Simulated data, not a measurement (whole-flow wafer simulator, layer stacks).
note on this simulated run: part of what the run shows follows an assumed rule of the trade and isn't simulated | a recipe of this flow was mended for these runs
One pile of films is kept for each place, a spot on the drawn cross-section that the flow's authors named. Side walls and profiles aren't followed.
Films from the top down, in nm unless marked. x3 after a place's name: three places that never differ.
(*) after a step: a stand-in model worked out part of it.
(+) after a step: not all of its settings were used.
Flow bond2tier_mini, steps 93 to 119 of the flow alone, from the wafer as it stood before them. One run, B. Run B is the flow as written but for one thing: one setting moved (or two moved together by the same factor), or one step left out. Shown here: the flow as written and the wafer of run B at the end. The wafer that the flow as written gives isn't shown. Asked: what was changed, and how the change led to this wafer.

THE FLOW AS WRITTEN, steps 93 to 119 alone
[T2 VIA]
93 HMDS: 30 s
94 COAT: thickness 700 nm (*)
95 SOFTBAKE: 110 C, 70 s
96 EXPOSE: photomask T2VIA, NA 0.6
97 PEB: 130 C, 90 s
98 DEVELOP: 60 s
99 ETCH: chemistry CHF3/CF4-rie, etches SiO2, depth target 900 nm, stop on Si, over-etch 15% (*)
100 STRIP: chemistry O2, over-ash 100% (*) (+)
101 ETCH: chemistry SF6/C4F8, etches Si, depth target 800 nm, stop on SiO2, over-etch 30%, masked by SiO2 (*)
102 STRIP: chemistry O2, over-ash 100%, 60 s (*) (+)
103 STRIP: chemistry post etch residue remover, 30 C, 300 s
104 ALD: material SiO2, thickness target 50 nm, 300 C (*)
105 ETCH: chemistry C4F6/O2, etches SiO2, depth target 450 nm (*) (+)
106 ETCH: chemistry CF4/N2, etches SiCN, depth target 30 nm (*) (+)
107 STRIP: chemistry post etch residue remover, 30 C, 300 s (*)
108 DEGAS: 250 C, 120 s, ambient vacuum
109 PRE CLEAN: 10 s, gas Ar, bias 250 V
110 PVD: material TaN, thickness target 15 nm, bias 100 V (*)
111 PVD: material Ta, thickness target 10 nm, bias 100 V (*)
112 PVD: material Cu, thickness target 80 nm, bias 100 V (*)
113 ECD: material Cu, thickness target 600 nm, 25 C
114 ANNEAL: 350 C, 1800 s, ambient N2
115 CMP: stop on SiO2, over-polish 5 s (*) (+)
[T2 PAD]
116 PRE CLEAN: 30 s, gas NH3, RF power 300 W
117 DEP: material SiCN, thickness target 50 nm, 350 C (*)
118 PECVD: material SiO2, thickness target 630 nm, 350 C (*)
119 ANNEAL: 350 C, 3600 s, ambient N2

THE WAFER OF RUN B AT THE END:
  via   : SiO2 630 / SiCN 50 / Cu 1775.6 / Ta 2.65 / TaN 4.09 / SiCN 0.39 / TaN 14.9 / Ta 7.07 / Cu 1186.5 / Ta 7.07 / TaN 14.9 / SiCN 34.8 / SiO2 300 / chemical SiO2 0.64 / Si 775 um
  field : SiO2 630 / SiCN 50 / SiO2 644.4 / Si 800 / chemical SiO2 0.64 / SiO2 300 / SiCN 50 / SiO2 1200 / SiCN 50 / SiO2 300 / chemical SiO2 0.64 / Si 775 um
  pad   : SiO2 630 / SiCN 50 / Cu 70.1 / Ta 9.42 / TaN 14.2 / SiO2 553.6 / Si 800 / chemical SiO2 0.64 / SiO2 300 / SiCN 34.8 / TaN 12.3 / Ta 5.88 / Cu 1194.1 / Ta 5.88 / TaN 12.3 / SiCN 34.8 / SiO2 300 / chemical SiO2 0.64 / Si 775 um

The cause: step 104, ALD: thickness target 136.9 nm was run, where the flow has thickness target 50 nm.

How the change led to this, step by step:
  104 ALD: material SiO2, thickness target 50 nm, 300 C (*)
      field, pad, via: SiO2 +136.9 (as written it would be: SiO2 +50)
  105 ETCH: chemistry C4F6/O2, etches SiO2, depth target 450 nm (*) (+)
      via: SiO2 -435 (all of it), SiCN -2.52 (as written it would be: SiO2 -348.1 (all of it), SiCN -17.2)
  106 ETCH: chemistry CF4/N2, etches SiCN, depth target 30 nm (*) (+)
      via: SiCN -30 (as written it would be: SiCN -17.6 (all of it), TaN -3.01)
  109 PRE CLEAN: 10 s, gas Ar, bias 250 V
      via: SiCN -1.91 (as written it would be: TaN -3.19)
  110 PVD: material TaN, thickness target 15 nm, bias 100 V (*)
      via: TaN +4.09 (new film) (as written it would be: TaN +6.94)
  111 PVD: material Ta, thickness target 10 nm, bias 100 V (*)
      via: Ta +2.65 (new film) (as written it would be: Ta +4.57 (new film))
  112 PVD: material Cu, thickness target 80 nm, bias 100 V (*)
      via: Cu +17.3 (new film) (as written it would be: Cu +35 (new film))
  113 ECD: material Cu, thickness target 600 nm, 25 C
      via: Cu +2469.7 (as written it would be: Cu +2367)
Counting metal films that touch as one body, via has 2 bodies (between them, from the top down: SiCN 0.39); the flow as written gives 1 body.
